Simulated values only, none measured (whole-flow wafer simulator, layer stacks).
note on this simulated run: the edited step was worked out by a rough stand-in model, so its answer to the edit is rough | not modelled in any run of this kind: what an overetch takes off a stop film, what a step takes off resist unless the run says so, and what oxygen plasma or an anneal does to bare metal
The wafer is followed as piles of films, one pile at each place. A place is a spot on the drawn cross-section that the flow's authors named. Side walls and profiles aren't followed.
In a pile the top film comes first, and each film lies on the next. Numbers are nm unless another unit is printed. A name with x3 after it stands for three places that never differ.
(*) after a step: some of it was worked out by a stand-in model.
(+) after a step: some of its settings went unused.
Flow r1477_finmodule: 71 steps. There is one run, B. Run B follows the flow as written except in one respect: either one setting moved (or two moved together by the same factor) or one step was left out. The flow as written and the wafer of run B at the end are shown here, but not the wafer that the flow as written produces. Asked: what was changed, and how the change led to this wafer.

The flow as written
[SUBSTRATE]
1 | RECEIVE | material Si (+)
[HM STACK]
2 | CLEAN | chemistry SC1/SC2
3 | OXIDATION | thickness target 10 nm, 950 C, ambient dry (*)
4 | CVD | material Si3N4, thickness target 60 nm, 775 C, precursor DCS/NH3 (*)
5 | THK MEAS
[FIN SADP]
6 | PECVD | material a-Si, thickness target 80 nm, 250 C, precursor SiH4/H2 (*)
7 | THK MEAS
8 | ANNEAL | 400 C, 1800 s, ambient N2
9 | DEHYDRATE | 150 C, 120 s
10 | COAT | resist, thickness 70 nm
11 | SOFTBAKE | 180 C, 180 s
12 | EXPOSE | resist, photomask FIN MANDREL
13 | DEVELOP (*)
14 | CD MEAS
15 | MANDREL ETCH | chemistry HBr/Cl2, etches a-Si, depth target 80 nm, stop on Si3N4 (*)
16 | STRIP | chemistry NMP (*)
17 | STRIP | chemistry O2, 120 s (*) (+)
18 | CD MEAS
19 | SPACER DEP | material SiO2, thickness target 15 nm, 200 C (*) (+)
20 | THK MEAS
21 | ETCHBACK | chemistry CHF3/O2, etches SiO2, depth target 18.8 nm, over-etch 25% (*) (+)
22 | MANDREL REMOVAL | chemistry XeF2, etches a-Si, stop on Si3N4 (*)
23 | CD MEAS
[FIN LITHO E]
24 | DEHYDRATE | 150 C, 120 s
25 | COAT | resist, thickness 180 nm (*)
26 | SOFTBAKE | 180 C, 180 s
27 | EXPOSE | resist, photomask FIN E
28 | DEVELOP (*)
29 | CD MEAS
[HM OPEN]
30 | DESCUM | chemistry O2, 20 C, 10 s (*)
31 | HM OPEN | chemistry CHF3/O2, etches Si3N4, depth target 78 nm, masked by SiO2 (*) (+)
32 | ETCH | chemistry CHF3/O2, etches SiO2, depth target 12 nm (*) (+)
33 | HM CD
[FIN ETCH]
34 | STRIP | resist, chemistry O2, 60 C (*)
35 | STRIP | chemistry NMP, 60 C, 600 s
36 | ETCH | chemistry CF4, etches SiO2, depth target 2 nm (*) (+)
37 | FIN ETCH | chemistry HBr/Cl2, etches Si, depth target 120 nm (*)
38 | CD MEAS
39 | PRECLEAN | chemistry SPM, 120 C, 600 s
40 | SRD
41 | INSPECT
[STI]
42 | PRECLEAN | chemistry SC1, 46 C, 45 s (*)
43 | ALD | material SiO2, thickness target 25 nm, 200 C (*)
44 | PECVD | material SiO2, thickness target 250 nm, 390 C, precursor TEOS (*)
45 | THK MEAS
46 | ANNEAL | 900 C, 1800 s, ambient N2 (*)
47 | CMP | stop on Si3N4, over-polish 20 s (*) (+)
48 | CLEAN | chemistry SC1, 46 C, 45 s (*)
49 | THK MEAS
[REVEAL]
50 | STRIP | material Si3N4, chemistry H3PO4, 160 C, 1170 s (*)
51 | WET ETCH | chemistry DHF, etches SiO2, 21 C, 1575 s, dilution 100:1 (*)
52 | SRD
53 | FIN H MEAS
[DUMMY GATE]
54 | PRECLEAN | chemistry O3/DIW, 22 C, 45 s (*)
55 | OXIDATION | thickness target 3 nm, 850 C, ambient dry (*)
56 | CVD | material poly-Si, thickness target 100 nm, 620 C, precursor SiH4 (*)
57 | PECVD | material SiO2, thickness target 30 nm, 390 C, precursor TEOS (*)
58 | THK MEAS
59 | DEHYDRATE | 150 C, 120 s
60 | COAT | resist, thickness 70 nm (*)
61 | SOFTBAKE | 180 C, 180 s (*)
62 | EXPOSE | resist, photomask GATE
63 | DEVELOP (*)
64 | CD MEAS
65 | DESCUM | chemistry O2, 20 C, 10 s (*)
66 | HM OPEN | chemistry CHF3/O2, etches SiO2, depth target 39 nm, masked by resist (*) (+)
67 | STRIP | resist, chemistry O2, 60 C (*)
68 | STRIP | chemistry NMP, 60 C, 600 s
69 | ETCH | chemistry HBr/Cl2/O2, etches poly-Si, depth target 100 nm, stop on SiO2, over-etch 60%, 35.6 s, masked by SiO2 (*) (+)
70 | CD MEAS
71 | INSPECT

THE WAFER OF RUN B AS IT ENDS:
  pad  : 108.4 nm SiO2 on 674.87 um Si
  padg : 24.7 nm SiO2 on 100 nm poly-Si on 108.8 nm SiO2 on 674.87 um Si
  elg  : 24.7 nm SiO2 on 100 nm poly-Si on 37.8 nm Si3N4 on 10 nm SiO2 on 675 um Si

The reason: step 4, CVD: thickness target 66 nm was run, though the flow has thickness target 60 nm.

Step by step, how the change led to this:
  4 | CVD | material Si3N4, thickness target 60 nm, 775 C, precursor DCS/NH3 (*)
      pad, padg, elg and 33 more: +66 Si3N4 (new film) (as written it would have been: +60 Si3N4 (new film))
  31 | HM OPEN | chemistry CHF3/O2, etches Si3N4, depth target 78 nm, masked by SiO2 (*) (+)
      pad, padg, esg and 13 more: -62.4 Si3N4 (all of it), -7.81 SiO2 (as written it would have been: -56.4 Si3N4 (all of it), -10 SiO2 (all of it))
      s40cg, s45cg, s50cg, s40co, s45co, s50co: -66 Si3N4 (all of it), -6 SiO2 (as written it would have been: -60 Si3N4 (all of it), -9 SiO2)
  32 | ETCH | chemistry CHF3/O2, etches SiO2, depth target 12 nm (*) (+)
      pad, padg, e40sg and 11 more: -2.19 SiO2 (all of it), -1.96 Si (as written it would have been: -2.4 Si)
      esg, eso: -2.19 SiO2 (all of it), -1.96 Si (as written it would have been: -1.77 Si)
      (as well as at 6 more places)
  43 | ALD | material SiO2, thickness target 25 nm, 200 C (*)
      s40cg, s45cg, s50cg, s40co, s45co, s50co: +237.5 SiO2 (new film) (as written it would have been: +232.1 SiO2 (new film))
      esg: +200.4 SiO2 (new film) (as written it would have been: +194.3 SiO2 (new film))
  47 | CMP | stop on Si3N4, over-polish 20 s (*) (+)
      pad, padg, e40sg and 11 more: -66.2 SiO2 (as written it would have been: -71.8 SiO2)
      eso: -66.2 SiO2 (as written it would have been: -72.4 SiO2)
  50 | STRIP | material Si3N4, chemistry H3PO4, 160 C, 1170 s (*)
      s40sg_line, s45sg_line, s50sg_line, s40so_line, s45so_line, s50so_line: -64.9 Si3N4 (all of it), -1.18 SiO2 (as written it would have been: -58.9 Si3N4 (all of it), -1.37 SiO2)
  56 | CVD | material poly-Si, thickness target 100 nm, 620 C, precursor SiH4 (*)
      s40cg, s40co: +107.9 poly-Si (new film) (as written it would have been: +113.9 poly-Si (new film))
      s45cg, s45co: +107.4 poly-Si (new film) (as written it would have been: +113.4 poly-Si (new film))
      (as well as at 2 more places)
  60 | COAT | resist, thickness 70 nm (*)
      s40sg, s40so: +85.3 resist (new film) (as written it would have been: +91 resist (new film))
      s45sg, s45so: +85.2 resist (new film) (as written it would have been: +91 resist (new film))
      (as well as at 2 more places)
  63 | DEVELOP (*)
      s40so: -85.3 resist (all of it) (as written it would have been: -91 resist (all of it))
      s45so: -85.2 resist (all of it) (as written it would have been: -91 resist (all of it))
      (as well as at 1 more place)
  67 | STRIP | resist, chemistry O2, 60 C (*)
      s40sg: -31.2 resist (all of it) (as written it would have been: -36.9 resist (all of it))
      s45sg: -31.1 resist (all of it) (as written it would have been: -36.9 resist (all of it))
      (as well as at 1 more place)
  69 | ETCH | chemistry HBr/Cl2/O2, etches poly-Si, depth target 100 nm, stop on SiO2, over-etch 60%, 35.6 s, masked by SiO2 (*) (+)
      s40co: -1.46 chemical SiO2 (all of it), -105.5 poly-Si (all of it), -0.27 SiO2 (as written it would have been: -1.46 chemical SiO2 (all of it), -111.5 poly-Si (all of it), -0.24 SiO2)
      s45co: -1.46 chemical SiO2 (all of it), -104.9 poly-Si (all of it), -0.28 SiO2 (as written it would have been: -1.46 chemical SiO2 (all of it), -110.9 poly-Si (all of it), -0.25 SiO2)
      (as well as at 1 more place)
